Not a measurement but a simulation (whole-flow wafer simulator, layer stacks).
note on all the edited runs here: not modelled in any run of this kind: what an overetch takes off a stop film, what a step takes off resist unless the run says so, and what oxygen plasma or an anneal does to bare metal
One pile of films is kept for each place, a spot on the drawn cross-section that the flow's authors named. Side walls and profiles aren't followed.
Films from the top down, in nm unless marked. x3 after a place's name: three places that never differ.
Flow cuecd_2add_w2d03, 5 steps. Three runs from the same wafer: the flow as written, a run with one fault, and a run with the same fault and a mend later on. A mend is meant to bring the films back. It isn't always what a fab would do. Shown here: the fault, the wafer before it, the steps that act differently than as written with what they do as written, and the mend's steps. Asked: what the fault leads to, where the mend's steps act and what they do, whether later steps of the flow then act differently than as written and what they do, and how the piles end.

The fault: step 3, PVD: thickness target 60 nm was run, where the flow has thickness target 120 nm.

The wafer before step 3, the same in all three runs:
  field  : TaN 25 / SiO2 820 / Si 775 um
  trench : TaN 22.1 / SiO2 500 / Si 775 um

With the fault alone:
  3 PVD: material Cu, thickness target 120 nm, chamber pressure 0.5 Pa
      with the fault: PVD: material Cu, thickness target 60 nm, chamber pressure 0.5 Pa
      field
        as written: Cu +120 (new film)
        with the fault: Cu +60 (new film)
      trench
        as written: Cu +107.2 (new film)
        with the fault: Cu +53.5 (new film)
  No later step of the flow acts differently than as written at any place that is followed.
  At the end the piles differ from the flow's by more than 2% or 0.5 nm, whichever is larger, at field, trench.
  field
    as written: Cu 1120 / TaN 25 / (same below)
    with the fault: Cu 1060 / TaN 25 / (same below)
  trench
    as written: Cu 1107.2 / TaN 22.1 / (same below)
    with the fault: Cu 1053.5 / TaN 22.1 / (same below)

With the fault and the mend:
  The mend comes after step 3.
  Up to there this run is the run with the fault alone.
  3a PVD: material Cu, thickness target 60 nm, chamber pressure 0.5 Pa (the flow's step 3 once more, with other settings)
      field
        Cu +60
      trench
        Cu +53.2
  No later step of the flow acts differently than as written at any place that is followed.
  At the end the piles differ from the flow's only slightly at the places that both follow, by at most 2% or 0.5 nm, whichever is larger.
